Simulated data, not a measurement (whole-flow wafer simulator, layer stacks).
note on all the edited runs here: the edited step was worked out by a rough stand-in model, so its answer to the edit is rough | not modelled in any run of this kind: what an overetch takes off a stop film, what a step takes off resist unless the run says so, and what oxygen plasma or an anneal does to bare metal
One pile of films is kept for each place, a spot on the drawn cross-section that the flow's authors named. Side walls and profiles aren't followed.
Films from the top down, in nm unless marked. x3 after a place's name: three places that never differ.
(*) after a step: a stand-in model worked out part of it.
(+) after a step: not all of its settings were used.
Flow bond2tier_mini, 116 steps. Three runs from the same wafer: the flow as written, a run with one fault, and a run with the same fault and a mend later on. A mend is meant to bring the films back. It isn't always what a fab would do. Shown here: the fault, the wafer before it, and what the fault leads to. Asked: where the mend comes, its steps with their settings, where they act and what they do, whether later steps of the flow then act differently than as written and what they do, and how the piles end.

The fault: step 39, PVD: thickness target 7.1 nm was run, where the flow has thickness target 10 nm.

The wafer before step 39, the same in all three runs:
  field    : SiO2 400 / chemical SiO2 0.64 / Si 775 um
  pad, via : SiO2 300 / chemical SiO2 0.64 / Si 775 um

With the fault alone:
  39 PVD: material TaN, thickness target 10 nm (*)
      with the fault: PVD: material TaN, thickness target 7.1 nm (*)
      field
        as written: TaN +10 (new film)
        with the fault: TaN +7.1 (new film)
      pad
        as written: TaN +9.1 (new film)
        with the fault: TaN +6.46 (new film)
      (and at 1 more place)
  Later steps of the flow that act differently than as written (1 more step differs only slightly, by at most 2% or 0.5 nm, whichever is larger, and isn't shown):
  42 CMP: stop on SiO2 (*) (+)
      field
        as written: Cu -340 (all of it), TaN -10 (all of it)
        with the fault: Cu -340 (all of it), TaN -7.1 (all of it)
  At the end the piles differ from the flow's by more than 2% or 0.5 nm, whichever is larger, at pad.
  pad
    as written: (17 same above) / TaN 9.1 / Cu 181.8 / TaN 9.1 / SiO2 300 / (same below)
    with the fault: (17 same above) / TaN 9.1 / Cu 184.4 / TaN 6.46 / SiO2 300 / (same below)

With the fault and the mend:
  The mend comes after step 39.
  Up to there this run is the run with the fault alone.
  39a PVD: material TaN, thickness target 2.9 nm (*) (the flow's step 39 once more, with other settings)
      field
        TaN +2.9
      pad
        TaN +2.64
      via
        TaN +2.89
  No later step of the flow acts differently than as written at any place that is followed.
  At the end the piles are the same as the flow's at every place that both follow.
